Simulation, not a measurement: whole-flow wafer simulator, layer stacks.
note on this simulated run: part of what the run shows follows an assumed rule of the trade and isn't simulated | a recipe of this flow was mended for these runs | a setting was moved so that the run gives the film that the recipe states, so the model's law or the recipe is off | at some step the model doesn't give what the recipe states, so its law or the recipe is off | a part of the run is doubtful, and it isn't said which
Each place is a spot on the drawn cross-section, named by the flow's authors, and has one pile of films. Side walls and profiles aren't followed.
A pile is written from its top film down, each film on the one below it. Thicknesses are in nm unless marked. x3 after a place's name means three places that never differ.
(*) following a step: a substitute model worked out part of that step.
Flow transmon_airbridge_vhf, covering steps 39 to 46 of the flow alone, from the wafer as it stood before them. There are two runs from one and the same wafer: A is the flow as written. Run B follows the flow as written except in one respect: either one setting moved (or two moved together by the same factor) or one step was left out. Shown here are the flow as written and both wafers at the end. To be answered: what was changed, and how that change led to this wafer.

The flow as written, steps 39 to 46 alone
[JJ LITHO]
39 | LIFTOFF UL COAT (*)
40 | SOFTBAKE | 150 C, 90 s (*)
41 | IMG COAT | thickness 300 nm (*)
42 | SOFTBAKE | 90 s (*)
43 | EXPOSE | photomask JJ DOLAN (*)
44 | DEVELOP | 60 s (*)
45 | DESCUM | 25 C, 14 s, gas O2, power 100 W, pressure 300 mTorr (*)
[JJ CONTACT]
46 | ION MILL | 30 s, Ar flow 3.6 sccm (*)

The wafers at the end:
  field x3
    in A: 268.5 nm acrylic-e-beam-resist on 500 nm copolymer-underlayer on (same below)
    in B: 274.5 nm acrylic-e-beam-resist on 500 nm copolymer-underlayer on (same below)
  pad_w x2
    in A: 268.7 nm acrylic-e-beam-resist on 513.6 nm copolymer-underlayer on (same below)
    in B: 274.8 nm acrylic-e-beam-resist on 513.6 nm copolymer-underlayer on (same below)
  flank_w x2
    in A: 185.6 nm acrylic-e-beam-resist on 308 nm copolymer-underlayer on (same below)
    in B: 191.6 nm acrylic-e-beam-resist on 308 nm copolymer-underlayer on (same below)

Cause: step 46, ION MILL: 19.2 s was run, whereas the flow has 30 s.

The path from the change to this, step by step:
  46 | ION MILL | 30 s, Ar flow 3.6 sccm (*)
      field x3, ground_far x3, pad_w x2, flank_w x2, gap_w x2, cpw_trace, margin_s x2, bridge_strip: A -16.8 acrylic-e-beam-resist | B -10.7 acrylic-e-beam-resist
      jj_line: A -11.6 Si | B -7.44 Si
